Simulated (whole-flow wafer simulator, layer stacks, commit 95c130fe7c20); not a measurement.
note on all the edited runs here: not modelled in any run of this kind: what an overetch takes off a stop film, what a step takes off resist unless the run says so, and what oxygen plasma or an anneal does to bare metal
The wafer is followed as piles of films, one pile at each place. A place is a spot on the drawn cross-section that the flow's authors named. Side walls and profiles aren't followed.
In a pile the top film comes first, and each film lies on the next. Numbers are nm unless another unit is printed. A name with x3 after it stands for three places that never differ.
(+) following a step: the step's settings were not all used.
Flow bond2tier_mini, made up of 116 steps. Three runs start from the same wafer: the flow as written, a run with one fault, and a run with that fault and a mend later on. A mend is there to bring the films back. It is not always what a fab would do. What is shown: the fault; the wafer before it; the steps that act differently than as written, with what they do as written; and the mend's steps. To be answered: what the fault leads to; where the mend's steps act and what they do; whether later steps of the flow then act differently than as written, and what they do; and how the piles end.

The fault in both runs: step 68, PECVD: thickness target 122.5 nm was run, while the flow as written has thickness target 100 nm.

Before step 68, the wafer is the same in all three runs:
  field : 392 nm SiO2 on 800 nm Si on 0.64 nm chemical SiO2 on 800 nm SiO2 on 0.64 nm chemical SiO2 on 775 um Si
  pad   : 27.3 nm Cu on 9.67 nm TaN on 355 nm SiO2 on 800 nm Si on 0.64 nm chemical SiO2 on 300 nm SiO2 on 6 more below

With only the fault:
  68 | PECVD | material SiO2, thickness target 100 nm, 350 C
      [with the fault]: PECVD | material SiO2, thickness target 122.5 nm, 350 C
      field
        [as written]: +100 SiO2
        [with the fault]: +122.5 SiO2
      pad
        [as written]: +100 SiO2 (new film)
        [with the fault]: +122.5 SiO2 (new film)
  Steps further on in the flow that do not act as written:
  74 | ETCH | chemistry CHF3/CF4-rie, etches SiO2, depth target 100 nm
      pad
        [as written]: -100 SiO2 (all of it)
        [with the fault]: -100 SiO2
  The piles end different from the flow's at field, pad by more than 2% or 0.5 nm, whichever is larger.
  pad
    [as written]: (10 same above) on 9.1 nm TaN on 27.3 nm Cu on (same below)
    [with the fault]: (10 same above) on 9.1 nm TaN on 22.5 nm SiO2 on 27.3 nm Cu on (same below)
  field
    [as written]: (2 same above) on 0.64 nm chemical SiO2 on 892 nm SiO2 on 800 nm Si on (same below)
    [with the fault]: (2 same above) on 0.64 nm chemical SiO2 on 914.5 nm SiO2 on 800 nm Si on (same below)

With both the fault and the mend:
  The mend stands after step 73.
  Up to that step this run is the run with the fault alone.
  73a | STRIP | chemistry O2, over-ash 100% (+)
      field
        -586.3 KrF resist (all of it)
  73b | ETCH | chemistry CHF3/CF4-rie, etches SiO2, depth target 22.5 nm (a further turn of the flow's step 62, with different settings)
      field, pad
        -22.5 SiO2
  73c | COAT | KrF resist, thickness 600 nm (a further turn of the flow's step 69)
      field, pad
        +600 KrF resist (new film)
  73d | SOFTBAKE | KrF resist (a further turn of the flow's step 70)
      alters no film at any place that is followed
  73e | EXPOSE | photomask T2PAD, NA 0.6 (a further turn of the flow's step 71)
      alters no film at any place that is followed
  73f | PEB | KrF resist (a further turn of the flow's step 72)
      alters no film at any place that is followed
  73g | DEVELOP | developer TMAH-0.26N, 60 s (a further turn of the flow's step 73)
      field
        -13.7 KrF resist
      pad
        -600 KrF resist (all of it)
  Every later step of the flow that is run acts as written at every place that is followed.
  By the end, the piles equal the flow's at every place that both follow.
